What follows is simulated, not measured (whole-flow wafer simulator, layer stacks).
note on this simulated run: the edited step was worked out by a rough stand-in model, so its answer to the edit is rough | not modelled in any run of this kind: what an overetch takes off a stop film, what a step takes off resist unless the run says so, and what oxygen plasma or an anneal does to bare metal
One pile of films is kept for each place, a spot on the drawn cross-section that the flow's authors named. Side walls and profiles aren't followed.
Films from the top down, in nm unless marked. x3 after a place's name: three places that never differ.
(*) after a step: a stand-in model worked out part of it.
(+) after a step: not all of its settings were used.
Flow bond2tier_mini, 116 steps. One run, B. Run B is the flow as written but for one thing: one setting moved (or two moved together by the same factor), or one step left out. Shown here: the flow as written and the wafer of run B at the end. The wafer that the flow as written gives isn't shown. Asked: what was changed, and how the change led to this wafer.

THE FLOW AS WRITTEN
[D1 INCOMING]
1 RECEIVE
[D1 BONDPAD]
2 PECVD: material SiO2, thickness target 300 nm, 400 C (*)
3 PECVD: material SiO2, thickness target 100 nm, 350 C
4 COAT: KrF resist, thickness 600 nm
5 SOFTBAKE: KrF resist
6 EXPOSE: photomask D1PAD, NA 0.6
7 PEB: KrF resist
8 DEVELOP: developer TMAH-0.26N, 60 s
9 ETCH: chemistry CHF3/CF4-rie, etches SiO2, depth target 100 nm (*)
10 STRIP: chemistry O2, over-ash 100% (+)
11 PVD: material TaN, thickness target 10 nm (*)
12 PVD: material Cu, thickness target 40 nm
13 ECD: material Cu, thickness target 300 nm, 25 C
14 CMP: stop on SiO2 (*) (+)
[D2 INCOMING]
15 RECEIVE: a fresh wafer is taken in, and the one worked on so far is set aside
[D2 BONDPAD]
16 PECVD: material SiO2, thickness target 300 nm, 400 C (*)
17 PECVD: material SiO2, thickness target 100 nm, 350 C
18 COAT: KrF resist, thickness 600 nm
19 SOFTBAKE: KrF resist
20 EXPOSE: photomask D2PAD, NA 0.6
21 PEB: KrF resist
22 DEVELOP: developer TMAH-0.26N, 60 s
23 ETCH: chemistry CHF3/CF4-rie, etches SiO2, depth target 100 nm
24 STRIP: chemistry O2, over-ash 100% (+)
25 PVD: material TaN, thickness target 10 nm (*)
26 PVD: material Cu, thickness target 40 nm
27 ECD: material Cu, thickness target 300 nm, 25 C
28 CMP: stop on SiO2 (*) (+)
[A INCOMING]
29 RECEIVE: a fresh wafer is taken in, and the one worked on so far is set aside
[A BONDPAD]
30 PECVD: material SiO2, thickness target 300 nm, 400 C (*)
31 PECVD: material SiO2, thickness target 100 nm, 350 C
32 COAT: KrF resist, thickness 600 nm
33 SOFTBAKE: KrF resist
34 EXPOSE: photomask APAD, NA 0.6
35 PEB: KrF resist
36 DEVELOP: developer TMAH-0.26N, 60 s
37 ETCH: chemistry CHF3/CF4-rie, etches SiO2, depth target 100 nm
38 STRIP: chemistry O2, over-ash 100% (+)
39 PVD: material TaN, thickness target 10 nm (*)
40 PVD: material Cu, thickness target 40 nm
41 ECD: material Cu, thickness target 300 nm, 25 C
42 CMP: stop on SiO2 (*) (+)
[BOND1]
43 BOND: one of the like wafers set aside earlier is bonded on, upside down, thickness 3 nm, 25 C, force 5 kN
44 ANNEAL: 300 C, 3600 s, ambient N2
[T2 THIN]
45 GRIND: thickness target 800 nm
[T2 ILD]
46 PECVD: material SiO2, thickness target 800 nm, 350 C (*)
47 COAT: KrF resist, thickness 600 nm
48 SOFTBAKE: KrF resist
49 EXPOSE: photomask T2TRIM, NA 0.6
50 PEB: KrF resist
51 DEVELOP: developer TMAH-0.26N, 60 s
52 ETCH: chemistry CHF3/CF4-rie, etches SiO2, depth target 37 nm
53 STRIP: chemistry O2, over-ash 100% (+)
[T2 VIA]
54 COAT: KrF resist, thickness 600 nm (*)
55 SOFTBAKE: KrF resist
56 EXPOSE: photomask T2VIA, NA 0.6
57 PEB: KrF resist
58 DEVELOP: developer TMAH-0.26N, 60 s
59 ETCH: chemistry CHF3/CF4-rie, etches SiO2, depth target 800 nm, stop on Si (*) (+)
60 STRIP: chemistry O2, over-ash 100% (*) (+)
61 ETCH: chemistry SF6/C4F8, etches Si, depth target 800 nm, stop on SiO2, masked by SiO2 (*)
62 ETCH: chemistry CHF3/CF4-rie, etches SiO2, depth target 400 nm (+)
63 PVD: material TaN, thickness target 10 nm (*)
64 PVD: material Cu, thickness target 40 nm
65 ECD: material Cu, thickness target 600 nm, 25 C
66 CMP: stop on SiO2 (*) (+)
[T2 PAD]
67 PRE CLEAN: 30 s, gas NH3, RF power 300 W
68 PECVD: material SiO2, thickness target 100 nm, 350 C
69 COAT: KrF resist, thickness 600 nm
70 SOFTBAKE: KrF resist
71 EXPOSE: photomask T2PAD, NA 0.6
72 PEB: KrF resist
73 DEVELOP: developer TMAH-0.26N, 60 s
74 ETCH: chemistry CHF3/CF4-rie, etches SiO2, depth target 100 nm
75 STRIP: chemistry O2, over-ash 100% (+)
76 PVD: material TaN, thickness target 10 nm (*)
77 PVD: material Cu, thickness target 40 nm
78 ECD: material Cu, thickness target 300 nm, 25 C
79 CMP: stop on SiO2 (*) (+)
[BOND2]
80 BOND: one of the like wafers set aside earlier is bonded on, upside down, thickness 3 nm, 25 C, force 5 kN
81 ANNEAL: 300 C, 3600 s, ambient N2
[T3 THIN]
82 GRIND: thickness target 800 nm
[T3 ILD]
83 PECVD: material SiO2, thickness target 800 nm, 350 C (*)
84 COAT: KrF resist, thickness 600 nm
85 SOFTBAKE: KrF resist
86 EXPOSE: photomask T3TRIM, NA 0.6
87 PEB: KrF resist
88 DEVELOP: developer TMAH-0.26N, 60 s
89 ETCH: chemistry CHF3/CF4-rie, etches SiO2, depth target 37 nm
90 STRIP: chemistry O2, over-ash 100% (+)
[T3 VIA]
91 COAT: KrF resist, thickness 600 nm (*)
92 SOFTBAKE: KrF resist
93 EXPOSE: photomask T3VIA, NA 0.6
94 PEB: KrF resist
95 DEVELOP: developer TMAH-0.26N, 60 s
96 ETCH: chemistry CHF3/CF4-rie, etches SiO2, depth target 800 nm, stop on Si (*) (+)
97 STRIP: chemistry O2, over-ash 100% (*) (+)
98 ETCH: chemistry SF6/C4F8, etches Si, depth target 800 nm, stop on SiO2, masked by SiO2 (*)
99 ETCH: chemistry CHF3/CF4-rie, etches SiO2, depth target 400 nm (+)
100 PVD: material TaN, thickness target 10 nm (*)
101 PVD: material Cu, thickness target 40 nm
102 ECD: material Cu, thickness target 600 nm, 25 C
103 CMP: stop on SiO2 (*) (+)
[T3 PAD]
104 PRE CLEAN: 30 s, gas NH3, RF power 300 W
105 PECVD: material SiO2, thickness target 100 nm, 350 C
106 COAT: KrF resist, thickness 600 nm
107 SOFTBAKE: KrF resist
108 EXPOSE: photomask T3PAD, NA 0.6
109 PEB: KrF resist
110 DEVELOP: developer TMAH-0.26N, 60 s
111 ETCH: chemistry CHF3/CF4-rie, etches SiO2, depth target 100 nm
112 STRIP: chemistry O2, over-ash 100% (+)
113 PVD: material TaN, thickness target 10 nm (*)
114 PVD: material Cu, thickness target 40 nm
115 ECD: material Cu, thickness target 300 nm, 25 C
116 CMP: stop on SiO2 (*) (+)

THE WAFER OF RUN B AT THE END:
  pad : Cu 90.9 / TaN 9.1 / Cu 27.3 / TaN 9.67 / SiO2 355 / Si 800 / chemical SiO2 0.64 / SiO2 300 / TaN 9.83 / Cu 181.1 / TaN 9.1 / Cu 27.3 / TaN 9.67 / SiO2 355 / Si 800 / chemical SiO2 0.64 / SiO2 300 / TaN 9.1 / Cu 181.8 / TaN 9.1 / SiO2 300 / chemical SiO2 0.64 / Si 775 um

The cause: step 25, PVD: thickness target 10.8 nm was run, where the flow has thickness target 10 nm.

How the change led to this, step by step:
  25 PVD: material TaN, thickness target 10 nm (*)
      field: TaN +10.8 (new film) (as written it would be: TaN +10 (new film))
      pad: TaN +9.83 (new film) (as written it would be: TaN +9.1 (new film))
      (and at 1 more place)
  28 CMP: stop on SiO2 (*) (+)
      field: Cu -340 (all of it), TaN -10.8 (all of it) (as written it would be: Cu -340 (all of it), TaN -10 (all of it))
  80 BOND: one of the like wafers set aside earlier is bonded on, upside down, thickness 3 nm, 25 C, force 5 kN
      pad: Si +775 um (new film), chemical SiO2 +0.64 (new film), SiO2 +300 (new film), TaN +9.83 (new film), Cu +90.2 (as written it would be: Si +775 um (new film), chemical SiO2 +0.64 (new film), SiO2 +300 (new film), TaN +9.1 (new film), Cu +90.9)
